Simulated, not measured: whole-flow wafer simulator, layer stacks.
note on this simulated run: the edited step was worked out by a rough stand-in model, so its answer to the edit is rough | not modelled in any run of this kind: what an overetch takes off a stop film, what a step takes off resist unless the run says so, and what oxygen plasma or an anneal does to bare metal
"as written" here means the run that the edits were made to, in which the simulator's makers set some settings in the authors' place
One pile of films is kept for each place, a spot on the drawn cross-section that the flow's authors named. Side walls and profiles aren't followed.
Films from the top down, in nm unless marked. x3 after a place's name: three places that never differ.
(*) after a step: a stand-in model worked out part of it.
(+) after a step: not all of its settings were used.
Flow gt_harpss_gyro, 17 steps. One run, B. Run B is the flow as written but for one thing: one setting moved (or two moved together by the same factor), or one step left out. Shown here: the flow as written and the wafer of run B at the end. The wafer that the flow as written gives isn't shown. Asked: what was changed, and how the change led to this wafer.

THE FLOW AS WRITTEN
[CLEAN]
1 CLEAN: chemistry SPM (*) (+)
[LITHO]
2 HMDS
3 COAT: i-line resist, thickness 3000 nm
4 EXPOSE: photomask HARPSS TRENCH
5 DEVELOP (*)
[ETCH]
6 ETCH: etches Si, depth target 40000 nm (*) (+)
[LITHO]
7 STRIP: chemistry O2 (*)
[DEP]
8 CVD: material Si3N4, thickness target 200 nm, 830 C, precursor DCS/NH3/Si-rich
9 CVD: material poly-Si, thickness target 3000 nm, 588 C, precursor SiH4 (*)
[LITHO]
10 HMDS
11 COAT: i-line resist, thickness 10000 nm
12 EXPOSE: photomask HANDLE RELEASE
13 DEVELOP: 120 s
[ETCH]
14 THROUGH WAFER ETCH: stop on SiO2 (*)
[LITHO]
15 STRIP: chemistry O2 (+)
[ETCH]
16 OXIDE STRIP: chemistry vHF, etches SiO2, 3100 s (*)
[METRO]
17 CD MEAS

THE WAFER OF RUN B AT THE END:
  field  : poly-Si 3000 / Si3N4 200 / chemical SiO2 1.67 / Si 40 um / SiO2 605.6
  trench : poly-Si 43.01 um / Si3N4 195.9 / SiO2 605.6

The cause: step 16, OXIDE STRIP: 1798 s was run, where the flow has 3100 s.

How the change led to this, step by step:
  16 OXIDE STRIP: chemistry vHF, etches SiO2, 3100 s (*)
      field: under 4 films: SiO2 -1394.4 (as written it would be: under 4 films: SiO2 -2000 (all of it))
      trench: under 2 films: SiO2 -1394.4 (as written it would be: under 2 films: SiO2 -2000 (all of it))
